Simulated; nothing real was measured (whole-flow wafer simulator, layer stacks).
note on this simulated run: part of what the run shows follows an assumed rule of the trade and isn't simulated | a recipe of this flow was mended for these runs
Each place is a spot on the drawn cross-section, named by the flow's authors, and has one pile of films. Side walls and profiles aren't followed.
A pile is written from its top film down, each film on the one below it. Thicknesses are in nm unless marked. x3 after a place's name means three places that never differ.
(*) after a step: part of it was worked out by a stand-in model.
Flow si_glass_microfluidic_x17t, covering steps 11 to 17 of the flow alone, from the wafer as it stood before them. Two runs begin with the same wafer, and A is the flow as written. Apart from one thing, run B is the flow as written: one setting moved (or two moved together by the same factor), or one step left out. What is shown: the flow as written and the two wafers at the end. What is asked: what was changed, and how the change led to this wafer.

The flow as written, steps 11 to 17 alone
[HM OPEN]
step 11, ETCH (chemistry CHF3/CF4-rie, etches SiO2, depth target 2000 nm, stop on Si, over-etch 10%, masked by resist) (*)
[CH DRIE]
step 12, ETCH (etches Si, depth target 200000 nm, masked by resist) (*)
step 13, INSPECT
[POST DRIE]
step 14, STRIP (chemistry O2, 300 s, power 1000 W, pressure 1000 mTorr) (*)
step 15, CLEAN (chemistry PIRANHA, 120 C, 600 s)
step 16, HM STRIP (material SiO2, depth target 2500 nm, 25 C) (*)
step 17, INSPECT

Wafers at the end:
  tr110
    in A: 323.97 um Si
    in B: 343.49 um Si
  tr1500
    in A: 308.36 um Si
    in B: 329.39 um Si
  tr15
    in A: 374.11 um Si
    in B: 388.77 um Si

The reason: step 11, ETCH: depth target 1700 nm was run, whereas the flow has depth target 2000 nm.

Step by step, how the change led to this:
  step 11, ETCH (chemistry CHF3/CF4-rie, etches SiO2, depth target 2000 nm, stop on Si, over-etch 10%, masked by resist) (*)
      tr110, tr1500, tr15: A SiO2 loses 2000 (all of it), Si loses 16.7 | B SiO2 loses 1870
      land: A thick-i-line-resist loses 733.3 | B thick-i-line-resist loses 623.3
  step 12, ETCH (etches Si, depth target 200000 nm, masked by resist) (*)
      tr110: A Si loses 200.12 um | B SiO2 loses 130 (all of it), Si loses 180.62 um
      tr1500: A Si loses 215.73 um | B SiO2 loses 130 (all of it), Si loses 194.72 um
      (as well as at 1 more place)
  step 14, STRIP (chemistry O2, 300 s, power 1000 W, pressure 1000 mTorr) (*)
      land: A thick-i-line-resist loses 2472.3 (all of it) | B thick-i-line-resist loses 2582.2 (all of it)
